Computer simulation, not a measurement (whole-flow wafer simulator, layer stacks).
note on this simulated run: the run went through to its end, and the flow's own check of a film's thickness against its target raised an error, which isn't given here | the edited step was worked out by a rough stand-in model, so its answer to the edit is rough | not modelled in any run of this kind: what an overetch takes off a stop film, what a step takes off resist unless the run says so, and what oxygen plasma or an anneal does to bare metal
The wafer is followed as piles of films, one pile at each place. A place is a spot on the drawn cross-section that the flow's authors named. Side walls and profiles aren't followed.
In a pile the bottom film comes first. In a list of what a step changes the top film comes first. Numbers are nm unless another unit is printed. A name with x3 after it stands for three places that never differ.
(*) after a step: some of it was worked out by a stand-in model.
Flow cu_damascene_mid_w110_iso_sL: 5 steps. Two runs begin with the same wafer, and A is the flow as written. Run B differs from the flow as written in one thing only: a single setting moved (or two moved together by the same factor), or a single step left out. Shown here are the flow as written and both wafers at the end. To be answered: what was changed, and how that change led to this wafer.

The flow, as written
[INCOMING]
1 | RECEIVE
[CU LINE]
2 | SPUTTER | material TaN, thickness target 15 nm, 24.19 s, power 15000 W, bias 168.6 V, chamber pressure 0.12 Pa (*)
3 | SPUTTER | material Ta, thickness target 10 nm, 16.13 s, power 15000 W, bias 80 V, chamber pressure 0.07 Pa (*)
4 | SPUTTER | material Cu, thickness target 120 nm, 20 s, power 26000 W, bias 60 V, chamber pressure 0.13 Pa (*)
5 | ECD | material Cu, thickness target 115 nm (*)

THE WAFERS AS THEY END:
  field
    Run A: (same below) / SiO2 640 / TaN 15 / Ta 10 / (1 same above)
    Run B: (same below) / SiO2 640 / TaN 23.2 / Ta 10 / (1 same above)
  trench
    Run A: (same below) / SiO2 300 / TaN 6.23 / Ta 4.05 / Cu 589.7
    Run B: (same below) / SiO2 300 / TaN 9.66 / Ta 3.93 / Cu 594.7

What caused this: step 2, SPUTTER: 37.49 s was run, while the flow as written has 24.19 s.

Step by step, how the change led to this:
  2 | SPUTTER | material TaN, thickness target 15 nm, 24.19 s, power 15000 W, bias 168.6 V, chamber pressure 0.12 Pa (*)
      field: A TaN gains 15 (new film) | B TaN gains 23.2 (new film)
      trench: A TaN gains 6.23 (new film) | B TaN gains 9.66 (new film)
  4 | SPUTTER | material Cu, thickness target 120 nm, 20 s, power 26000 W, bias 60 V, chamber pressure 0.13 Pa (*)
      trench: A Cu gains 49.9 (new film) | B Cu gains 48.6 (new film)
